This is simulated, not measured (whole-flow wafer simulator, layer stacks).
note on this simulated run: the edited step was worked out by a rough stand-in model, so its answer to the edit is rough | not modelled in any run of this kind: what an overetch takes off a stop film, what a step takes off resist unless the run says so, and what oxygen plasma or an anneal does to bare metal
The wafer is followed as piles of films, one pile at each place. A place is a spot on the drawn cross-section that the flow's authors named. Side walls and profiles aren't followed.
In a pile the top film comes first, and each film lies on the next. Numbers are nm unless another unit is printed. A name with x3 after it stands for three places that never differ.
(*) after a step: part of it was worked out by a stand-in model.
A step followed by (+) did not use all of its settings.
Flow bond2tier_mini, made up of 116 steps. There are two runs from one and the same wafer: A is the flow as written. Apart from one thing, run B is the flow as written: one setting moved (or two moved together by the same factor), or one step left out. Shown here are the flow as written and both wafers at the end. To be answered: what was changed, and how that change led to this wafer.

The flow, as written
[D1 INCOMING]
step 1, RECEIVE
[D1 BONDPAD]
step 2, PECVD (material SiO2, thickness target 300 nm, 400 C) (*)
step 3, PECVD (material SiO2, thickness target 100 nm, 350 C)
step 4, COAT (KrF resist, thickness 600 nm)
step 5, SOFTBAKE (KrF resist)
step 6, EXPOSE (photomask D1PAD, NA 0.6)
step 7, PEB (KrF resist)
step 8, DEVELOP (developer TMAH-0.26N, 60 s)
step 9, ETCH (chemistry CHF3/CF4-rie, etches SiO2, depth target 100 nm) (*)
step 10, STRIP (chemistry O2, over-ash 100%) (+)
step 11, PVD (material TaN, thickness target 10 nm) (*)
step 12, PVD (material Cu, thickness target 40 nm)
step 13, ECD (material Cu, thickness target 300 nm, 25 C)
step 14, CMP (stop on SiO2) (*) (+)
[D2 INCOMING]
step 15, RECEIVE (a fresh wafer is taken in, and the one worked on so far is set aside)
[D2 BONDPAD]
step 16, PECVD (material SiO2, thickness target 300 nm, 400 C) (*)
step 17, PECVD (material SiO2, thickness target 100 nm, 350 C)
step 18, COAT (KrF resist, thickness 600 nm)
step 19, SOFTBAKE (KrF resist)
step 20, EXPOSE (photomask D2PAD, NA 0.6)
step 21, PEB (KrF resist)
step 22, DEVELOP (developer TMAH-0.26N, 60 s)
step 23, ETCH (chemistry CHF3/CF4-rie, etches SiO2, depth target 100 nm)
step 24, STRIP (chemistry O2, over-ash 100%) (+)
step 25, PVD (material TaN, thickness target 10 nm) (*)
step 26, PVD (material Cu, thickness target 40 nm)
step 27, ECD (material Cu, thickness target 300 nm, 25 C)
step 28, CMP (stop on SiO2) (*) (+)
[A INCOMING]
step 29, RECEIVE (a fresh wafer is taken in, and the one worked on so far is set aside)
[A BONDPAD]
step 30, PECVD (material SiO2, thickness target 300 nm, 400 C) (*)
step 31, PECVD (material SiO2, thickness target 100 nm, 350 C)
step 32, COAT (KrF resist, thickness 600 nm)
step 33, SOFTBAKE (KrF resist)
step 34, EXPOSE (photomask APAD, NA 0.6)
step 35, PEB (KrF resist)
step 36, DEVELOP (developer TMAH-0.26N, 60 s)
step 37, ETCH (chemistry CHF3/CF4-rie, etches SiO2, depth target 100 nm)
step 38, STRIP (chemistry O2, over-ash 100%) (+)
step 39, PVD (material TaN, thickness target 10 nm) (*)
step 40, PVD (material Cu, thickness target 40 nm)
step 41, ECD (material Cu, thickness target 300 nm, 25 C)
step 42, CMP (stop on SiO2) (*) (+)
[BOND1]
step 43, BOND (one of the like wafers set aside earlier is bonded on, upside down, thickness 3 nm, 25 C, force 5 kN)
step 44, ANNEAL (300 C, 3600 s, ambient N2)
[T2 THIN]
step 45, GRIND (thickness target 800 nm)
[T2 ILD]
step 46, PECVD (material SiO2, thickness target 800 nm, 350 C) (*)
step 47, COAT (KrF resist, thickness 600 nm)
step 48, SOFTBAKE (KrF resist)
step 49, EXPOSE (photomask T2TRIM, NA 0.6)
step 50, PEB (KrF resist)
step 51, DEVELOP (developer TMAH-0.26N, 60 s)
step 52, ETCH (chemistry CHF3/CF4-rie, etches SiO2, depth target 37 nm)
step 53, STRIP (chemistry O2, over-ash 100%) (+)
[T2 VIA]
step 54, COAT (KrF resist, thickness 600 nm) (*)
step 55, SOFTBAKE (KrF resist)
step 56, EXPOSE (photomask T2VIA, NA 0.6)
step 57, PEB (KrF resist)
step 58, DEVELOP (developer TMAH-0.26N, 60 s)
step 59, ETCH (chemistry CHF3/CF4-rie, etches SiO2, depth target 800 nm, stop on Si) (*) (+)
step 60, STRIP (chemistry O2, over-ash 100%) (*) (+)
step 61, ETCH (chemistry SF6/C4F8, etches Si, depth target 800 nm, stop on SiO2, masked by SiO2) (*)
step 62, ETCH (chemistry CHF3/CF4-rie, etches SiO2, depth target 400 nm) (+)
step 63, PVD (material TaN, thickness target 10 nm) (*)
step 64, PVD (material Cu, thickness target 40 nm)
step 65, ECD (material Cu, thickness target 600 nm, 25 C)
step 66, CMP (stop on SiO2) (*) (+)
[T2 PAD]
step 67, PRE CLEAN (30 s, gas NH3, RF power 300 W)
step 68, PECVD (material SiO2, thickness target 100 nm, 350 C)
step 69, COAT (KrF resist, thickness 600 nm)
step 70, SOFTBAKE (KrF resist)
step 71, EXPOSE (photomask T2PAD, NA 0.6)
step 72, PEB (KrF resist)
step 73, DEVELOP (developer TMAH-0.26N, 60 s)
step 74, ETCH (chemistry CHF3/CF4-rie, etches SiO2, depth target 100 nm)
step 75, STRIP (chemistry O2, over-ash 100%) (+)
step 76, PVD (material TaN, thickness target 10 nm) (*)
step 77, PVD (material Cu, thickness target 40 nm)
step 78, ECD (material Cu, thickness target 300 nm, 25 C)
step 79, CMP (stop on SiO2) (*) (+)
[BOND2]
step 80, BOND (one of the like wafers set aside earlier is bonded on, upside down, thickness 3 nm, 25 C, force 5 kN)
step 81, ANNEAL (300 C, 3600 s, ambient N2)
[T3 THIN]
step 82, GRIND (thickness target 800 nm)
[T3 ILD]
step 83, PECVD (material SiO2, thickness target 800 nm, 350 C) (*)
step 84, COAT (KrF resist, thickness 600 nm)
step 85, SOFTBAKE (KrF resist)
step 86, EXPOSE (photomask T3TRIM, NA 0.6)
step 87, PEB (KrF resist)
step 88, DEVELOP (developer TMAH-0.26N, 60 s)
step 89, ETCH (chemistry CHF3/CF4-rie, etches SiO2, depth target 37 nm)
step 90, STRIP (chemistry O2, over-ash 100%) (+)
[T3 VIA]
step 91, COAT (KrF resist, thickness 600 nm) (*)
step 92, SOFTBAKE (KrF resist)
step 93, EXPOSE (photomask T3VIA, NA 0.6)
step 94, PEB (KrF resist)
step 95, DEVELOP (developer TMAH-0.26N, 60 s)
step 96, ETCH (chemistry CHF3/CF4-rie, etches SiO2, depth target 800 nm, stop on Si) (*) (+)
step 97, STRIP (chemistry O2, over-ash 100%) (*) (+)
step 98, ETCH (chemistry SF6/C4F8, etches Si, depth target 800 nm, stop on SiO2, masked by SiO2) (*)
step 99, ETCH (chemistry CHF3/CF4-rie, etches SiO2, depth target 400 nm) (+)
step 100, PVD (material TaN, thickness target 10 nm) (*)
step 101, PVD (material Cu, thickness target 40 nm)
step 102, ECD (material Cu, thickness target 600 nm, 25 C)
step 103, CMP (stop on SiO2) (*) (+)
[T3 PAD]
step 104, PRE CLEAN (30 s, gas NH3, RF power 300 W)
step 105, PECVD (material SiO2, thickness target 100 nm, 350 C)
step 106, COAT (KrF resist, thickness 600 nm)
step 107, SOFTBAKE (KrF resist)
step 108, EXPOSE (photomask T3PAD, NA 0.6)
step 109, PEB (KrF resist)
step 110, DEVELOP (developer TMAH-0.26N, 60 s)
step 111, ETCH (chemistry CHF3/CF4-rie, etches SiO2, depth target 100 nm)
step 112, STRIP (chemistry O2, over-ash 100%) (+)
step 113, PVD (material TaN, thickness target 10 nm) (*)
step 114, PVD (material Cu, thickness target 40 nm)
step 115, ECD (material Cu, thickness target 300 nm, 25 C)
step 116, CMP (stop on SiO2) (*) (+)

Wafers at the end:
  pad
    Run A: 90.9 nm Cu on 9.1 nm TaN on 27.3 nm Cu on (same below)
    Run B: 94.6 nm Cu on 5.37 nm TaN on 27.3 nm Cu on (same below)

The reason: step 113, PVD: thickness target 5.9 nm was run, though the flow has thickness target 10 nm.

Step by step, how the change led to this:
  step 113, PVD (material TaN, thickness target 10 nm) (*)
      field: A TaN gains 10 (new film) | B TaN gains 5.9 (new film)
      pad: A TaN gains 9.1 (new film) | B TaN gains 5.37 (new film)
  step 116, CMP (stop on SiO2) (*) (+)
      field: A Cu loses 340 (all of it), TaN loses 10 (all of it) | B Cu loses 340 (all of it), TaN loses 5.9 (all of it)
